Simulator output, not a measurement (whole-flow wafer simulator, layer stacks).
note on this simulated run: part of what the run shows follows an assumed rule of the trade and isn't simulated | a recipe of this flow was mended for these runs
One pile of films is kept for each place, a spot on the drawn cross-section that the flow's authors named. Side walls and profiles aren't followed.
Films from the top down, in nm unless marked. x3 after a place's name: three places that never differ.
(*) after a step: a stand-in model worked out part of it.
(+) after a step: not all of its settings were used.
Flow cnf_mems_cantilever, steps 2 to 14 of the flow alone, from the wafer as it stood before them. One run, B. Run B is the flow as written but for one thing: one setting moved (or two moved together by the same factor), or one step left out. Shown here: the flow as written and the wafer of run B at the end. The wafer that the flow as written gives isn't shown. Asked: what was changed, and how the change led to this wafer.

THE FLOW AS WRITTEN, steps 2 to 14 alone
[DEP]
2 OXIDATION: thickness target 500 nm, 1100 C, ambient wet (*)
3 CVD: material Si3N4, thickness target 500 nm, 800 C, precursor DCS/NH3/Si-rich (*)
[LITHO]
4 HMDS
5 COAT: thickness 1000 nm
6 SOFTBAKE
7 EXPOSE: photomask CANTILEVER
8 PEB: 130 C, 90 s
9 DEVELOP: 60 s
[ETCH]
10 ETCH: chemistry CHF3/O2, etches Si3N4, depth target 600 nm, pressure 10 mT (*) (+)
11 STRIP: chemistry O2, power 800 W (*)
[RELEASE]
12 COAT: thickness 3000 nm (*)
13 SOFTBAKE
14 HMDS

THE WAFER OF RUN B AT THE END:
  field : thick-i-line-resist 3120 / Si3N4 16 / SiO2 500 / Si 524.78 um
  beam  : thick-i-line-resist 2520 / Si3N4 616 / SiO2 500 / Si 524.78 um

The cause: step 3, CVD: thickness target 616 nm was run, where the flow has thickness target 500 nm.
It can be read off the wafer: beam has Si3N4 616, and step 3 as written asks for 500 nm.

How the change led to this, step by step:
  3 CVD: material Si3N4, thickness target 500 nm, 800 C, precursor DCS/NH3/Si-rich (*)
      field, beam: Si3N4 +616 (new film) (as written it would be: Si3N4 +500 (new film))
  10 ETCH: chemistry CHF3/O2, etches Si3N4, depth target 600 nm, pressure 10 mT (*) (+)
      field: Si3N4 -600 (as written it would be: Si3N4 -500 (all of it), SiO2 -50)
  13 SOFTBAKE
      field: thick-i-line-resist +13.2 (as written it would be: thick-i-line-resist +11.9)
      beam: thick-i-line-resist -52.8 (as written it would be: thick-i-line-resist -47.6)
